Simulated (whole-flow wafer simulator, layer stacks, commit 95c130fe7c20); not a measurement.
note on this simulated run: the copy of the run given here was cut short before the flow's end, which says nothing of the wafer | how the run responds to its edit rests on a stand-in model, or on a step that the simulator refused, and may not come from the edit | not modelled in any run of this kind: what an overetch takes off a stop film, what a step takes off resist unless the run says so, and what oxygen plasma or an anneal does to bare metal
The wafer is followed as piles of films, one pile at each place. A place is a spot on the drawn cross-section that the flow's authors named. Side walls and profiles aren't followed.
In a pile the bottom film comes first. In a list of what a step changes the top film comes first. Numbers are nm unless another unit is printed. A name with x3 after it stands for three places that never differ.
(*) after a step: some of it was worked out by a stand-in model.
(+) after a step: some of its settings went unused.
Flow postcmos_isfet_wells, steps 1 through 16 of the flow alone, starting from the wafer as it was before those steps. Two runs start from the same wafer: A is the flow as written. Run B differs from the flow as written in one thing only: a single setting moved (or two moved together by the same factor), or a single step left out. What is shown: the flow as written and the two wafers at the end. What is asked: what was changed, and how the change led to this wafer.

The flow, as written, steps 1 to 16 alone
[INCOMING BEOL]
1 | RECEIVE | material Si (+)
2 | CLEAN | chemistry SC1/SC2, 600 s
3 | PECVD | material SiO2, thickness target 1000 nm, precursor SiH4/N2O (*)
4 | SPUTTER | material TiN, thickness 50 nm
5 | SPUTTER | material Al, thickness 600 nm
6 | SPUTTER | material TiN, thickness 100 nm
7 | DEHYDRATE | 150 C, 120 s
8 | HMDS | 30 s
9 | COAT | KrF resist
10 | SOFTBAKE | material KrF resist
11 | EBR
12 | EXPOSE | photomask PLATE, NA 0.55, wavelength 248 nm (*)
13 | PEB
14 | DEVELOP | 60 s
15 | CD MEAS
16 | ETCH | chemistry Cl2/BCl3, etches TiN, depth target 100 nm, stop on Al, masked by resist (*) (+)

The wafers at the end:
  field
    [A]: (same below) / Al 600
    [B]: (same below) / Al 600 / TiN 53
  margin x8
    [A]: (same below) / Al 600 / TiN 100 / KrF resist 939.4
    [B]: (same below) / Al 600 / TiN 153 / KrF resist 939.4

The reason: step 6, SPUTTER: thickness 153 nm was run, though the flow has thickness 100 nm.
The wafer itself shows it: margin x8 has TiN 153, and step 6 as written asks for 100 nm.

How this came from the change, step by step:
  6 | SPUTTER | material TiN, thickness 100 nm
      field, margin x8: A +100 TiN (new film) | B +153 TiN (new film)
  16 | ETCH | chemistry Cl2/BCl3, etches TiN, depth target 100 nm, stop on Al, masked by resist (*) (+)
      field: A -100 TiN (all of it) | B -100 TiN
